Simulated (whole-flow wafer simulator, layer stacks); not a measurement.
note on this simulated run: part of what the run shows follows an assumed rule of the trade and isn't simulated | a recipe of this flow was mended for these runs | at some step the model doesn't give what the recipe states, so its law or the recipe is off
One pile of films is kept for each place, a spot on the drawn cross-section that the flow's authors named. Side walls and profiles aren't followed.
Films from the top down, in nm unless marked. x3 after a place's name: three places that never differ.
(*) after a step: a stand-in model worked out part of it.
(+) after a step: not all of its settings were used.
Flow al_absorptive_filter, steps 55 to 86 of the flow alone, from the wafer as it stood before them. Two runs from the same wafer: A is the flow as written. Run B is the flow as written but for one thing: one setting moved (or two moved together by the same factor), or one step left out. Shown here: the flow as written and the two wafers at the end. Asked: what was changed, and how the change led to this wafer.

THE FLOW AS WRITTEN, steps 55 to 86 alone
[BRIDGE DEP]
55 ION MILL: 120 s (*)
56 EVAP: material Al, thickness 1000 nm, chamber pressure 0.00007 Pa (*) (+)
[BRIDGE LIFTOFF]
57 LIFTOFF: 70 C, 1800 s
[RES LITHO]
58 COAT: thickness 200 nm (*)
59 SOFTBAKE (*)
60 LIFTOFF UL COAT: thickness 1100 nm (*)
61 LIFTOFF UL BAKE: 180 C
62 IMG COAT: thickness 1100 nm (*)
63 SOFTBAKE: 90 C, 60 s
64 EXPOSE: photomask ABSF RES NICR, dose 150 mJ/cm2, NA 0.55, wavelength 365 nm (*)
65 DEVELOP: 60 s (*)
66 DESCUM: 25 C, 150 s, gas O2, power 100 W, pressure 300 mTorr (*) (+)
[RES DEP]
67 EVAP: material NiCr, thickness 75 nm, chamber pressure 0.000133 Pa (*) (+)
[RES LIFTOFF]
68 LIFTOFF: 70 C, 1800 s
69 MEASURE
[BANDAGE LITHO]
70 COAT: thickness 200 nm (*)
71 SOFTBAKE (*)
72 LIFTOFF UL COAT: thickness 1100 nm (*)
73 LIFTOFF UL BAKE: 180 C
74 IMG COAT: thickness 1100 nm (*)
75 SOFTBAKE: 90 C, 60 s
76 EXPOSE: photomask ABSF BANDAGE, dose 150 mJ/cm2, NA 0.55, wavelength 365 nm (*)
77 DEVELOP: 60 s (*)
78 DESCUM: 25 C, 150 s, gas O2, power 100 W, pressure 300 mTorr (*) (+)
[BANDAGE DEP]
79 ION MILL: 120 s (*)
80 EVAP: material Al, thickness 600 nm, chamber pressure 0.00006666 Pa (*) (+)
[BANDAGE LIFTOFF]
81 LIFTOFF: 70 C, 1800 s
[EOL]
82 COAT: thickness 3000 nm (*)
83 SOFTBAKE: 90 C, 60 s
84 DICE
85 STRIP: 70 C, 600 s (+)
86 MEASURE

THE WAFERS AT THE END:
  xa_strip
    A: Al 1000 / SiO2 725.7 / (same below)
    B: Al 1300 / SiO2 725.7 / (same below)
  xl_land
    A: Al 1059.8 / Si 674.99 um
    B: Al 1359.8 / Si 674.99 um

The cause: step 56, EVAP: thickness 1300 nm was run, where the flow has thickness 1000 nm.
It can be read off the wafer: xa_strip has Al 1300, and step 56 as written asks for 1000 nm.

How the change led to this, step by step:
  56 EVAP: material Al, thickness 1000 nm, chamber pressure 0.00007 Pa (*) (+)
      gnd, pad_far, pad_near and 10 more: A Al +1000 (new film) | B Al +1300 (new film)
      xl_land: A Al +1000 | B Al +1300
  57 LIFTOFF: 70 C, 1800 s
      gnd, xa_field, idc_field: A Al -1000 (all of it), i-line-resist -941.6 (all of it), lift-off-underlayer -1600 (all of it), acrylic-e-beam-resist -200 (all of it) | B Al -1300 (all of it), i-line-resist -941.6 (all of it), lift-off-underlayer -1600 (all of it), acrylic-e-beam-resist -200 (all of it)
      pad_far: A Al -1000 (all of it), i-line-resist -940.5 (all of it), lift-off-underlayer -1591.1 (all of it), acrylic-e-beam-resist -198.5 (all of it) | B Al -1300 (all of it), i-line-resist -940.5 (all of it), lift-off-underlayer -1591.1 (all of it), acrylic-e-beam-resist -198.5 (all of it)
      (and at 6 more places)
  58 COAT: thickness 200 nm (*)
      xa_margin: A acrylic-e-beam-resist +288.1 (new film) | B acrylic-e-beam-resist +341 (new film)
      xa_strip: A acrylic-e-beam-resist +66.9 (new film) | B acrylic-e-beam-resist +53.6 (new film)
      (and at 1 more place)
  60 LIFTOFF UL COAT: thickness 1100 nm (*)
      xa_margin: A lift-off-underlayer +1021 (new film) | B lift-off-underlayer +1131.4 (new film)
      xa_strip: A lift-off-underlayer +459.8 (new film) | B lift-off-underlayer +392.3 (new film)
  62 IMG COAT: thickness 1100 nm (*)
      xa_margin: A i-line-resist +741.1 (new film) | B i-line-resist +658.1 (new film)
      xa_strip: A i-line-resist +577.9 (new film) | B i-line-resist +457.6 (new film)
  63 SOFTBAKE: 90 C, 60 s
      xa_strip: A i-line-resist -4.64 | B i-line-resist -3.91
  68 LIFTOFF: 70 C, 1800 s
      xa_margin: A NiCr -75 (all of it), i-line-resist -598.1 (all of it), lift-off-underlayer -1021 (all of it), acrylic-e-beam-resist -288.1 (all of it) | B NiCr -75 (all of it), i-line-resist -514.6 (all of it), lift-off-underlayer -1131.4 (all of it), acrylic-e-beam-resist -341 (all of it)
      xa_strip: A NiCr -75 (all of it), i-line-resist -433.3 (all of it), lift-off-underlayer -459.8 (all of it), acrylic-e-beam-resist -66.9 (all of it) | B NiCr -75 (all of it), i-line-resist -313.8 (all of it), lift-off-underlayer -392.3 (all of it), acrylic-e-beam-resist -53.6 (all of it)
      (and at 1 more place)
  70 COAT: thickness 200 nm (*)
      xa_margin: A acrylic-e-beam-resist +288.1 (new film) | B acrylic-e-beam-resist +341 (new film)
      xa_strip: A acrylic-e-beam-resist +66.9 (new film) | B acrylic-e-beam-resist +53.6 (new film)
  72 LIFTOFF UL COAT: thickness 1100 nm (*)
      xa_margin: A lift-off-underlayer +1021 (new film) | B lift-off-underlayer +1131.4 (new film)
      xa_strip: A lift-off-underlayer +459.8 (new film) | B lift-off-underlayer +392.3 (new film)
  74 IMG COAT: thickness 1100 nm (*)
      xa_margin: A i-line-resist +741.1 (new film) | B i-line-resist +658.1 (new film)
      xa_strip: A i-line-resist +577.9 (new film) | B i-line-resist +457.6 (new film)
  75 SOFTBAKE: 90 C, 60 s
      xa_strip: A i-line-resist -4.64 | B i-line-resist -3.91
  81 LIFTOFF: 70 C, 1800 s
      xa_margin: A Al -600 (all of it), i-line-resist -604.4 (all of it), lift-off-underlayer -1021 (all of it), acrylic-e-beam-resist -288.1 (all of it) | B Al -600 (all of it), i-line-resist -520.9 (all of it), lift-off-underlayer -1131.4 (all of it), acrylic-e-beam-resist -341 (all of it)
      xa_strip: A Al -600 (all of it), i-line-resist -439.6 (all of it), lift-off-underlayer -459.8 (all of it), acrylic-e-beam-resist -66.9 (all of it) | B Al -600 (all of it), i-line-resist -320.1 (all of it), lift-off-underlayer -392.3 (all of it), acrylic-e-beam-resist -53.6 (all of it)
  82 COAT: thickness 3000 nm (*)
      xa_margin: A i-line-resist +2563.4 (new film) | B i-line-resist +2628.8 (new film)
      xa_strip: A i-line-resist +1594.3 (new film) | B i-line-resist +1368.4 (new film)
  83 SOFTBAKE: 90 C, 60 s
      xa_margin: A i-line-resist -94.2 | B i-line-resist -109.8
      xa_strip: A i-line-resist -117.3 | B i-line-resist -137.1
  85 STRIP: 70 C, 600 s (+)
      xa_strip: A i-line-resist -1477 (all of it) | B i-line-resist -1231.3 (all of it)
